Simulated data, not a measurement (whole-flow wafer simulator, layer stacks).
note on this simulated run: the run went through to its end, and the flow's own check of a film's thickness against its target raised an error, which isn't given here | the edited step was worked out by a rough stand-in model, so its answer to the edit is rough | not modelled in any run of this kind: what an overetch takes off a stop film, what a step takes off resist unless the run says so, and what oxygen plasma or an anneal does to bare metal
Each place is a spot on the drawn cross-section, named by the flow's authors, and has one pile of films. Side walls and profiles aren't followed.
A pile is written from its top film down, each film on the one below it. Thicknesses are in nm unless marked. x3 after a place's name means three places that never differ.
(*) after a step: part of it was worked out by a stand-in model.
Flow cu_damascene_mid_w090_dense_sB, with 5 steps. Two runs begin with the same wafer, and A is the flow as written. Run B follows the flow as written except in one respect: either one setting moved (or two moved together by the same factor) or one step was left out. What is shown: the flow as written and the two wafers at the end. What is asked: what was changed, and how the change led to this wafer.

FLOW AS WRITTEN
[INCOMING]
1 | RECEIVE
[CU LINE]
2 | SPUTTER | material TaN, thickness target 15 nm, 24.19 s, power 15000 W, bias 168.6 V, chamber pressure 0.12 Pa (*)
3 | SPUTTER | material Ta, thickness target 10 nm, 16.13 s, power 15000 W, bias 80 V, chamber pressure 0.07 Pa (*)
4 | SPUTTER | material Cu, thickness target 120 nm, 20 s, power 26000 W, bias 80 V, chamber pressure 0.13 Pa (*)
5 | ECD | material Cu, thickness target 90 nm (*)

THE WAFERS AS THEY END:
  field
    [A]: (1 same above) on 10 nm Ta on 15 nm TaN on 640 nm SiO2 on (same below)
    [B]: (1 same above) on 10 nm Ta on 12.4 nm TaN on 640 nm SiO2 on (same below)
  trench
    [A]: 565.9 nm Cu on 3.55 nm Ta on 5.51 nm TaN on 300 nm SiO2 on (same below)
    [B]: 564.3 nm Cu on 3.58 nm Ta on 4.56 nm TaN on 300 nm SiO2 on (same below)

The reason: step 2, SPUTTER: thickness target 12.4 nm was run, whereas the flow has thickness target 15 nm; step 2, SPUTTER: 19.96 s was run, where the flow has 24.19 s.
The wafer itself shows it: field has TaN 12.4, and step 2 as written asks for 15 nm.

Step by step, how the change led to this:
  2 | SPUTTER | material TaN, thickness target 15 nm, 24.19 s, power 15000 W, bias 168.6 V, chamber pressure 0.12 Pa (*)
      field: A +15 TaN (new film) | B +12.4 TaN (new film)
      trench: A +5.51 TaN (new film) | B +4.56 TaN (new film)
